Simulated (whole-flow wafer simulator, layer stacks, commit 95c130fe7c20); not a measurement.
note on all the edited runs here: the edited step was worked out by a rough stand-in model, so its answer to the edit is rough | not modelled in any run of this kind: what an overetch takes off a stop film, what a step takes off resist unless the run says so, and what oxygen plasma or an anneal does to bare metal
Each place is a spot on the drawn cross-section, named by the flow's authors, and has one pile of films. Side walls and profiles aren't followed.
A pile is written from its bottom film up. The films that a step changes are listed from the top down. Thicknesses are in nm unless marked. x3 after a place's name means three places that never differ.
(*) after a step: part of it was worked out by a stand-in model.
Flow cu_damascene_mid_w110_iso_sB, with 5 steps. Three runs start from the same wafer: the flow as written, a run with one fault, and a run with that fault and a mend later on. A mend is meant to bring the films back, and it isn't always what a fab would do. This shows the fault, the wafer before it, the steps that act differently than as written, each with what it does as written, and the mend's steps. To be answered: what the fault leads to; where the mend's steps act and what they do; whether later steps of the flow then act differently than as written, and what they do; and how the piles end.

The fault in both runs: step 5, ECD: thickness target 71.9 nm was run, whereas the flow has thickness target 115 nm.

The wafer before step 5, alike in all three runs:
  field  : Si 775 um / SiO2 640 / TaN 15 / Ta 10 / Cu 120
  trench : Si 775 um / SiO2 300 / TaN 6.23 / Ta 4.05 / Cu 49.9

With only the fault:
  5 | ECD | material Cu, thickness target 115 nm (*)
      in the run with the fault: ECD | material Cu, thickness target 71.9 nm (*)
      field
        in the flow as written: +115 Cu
        in the run with the fault: +71.9 Cu
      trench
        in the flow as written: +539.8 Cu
        in the run with the fault: +496.7 Cu
  Every later step of the flow that is run acts as written at every place that is followed.
  By the end, the piles at field, trench depart from the flow's by more than 2% or 0.5 nm, whichever is larger.
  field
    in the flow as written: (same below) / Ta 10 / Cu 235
    in the run with the fault: (same below) / Ta 10 / Cu 191.9
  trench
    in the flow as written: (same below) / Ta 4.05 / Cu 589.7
    in the run with the fault: (same below) / Ta 4.05 / Cu 546.6

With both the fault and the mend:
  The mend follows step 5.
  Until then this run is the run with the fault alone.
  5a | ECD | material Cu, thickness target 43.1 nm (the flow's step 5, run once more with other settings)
      field, trench
        +43.1 Cu
  Every later step of the flow that is run acts as written at every place that is followed.
  By the end, the piles equal the flow's at every place that both follow.
